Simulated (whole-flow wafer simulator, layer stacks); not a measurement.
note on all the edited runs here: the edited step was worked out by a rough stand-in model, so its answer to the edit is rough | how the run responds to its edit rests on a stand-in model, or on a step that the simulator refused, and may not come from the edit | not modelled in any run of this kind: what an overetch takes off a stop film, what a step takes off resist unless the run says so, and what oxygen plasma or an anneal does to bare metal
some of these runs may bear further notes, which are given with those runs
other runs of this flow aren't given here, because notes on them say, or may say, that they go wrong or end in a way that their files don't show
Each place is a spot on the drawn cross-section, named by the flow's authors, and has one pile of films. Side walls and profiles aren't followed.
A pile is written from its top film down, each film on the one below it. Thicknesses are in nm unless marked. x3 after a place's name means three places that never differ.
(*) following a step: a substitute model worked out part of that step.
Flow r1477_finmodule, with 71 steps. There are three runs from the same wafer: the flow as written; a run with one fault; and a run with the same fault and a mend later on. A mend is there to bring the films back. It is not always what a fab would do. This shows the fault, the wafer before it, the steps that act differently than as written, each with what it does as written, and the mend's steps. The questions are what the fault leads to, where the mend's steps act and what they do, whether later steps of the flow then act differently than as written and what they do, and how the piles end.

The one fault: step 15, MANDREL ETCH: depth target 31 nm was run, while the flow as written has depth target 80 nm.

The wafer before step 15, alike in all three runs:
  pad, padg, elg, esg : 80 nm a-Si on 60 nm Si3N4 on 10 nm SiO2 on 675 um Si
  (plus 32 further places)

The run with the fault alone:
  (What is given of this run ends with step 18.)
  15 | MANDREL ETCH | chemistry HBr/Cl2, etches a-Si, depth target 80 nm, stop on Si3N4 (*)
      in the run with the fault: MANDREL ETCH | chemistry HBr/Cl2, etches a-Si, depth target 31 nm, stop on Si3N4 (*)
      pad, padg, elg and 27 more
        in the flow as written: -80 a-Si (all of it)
        in the run with the fault: -31 a-Si
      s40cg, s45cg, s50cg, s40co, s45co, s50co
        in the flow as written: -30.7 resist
        in the run with the fault: -11.9 resist
  Steps later in the flow that act otherwise than as written:
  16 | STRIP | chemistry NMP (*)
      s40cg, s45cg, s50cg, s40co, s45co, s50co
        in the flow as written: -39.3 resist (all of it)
        in the run with the fault: -58.1 resist (all of it)
  Once step 18 is done, the piles at pad, padg, elg and 27 more depart from the flow's by more than 2% or 0.5 nm, whichever is larger.
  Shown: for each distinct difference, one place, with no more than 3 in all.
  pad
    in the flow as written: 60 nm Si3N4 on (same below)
    in the run with the fault: 49 nm a-Si on 60 nm Si3N4 on (same below)

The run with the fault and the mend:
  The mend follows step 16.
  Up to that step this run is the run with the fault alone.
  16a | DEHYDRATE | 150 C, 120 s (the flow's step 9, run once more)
      alters no film at any place that is followed
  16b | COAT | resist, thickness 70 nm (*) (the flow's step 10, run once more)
      pad, padg, elg and 15 more
        +70 resist (new film)
      s40cg, s40co
        +49.6 resist (new film)
      s40sg, s40so
        +80.1 resist (new film)
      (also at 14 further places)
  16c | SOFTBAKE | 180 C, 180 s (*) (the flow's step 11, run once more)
      alters no film at any place that is followed
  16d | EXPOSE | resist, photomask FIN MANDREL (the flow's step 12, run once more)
      alters no film at any place that is followed
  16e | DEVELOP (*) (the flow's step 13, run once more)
      pad, padg, elg and 15 more
        -70 resist (all of it)
      s40sg, s40so
        -80.1 resist (all of it)
      s40sg_line, s40so_line
        -80.4 resist (all of it)
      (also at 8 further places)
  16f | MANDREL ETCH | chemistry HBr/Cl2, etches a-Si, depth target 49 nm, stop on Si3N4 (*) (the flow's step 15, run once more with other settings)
      pad, padg, elg and 27 more
        -49 a-Si (all of it)
      s40cg, s45cg, s50cg, s40co, s45co, s50co
        -18.8 resist
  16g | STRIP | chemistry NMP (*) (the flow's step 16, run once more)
      s40cg, s40co
        -30.8 resist (all of it)
      s45cg, s45co
        -32.1 resist (all of it)
      s50cg, s50co
        -33.4 resist (all of it)
  Every later step of the flow that is run acts as written at every place that is followed.
  At every place that both follow, the piles at the end match the flow's.
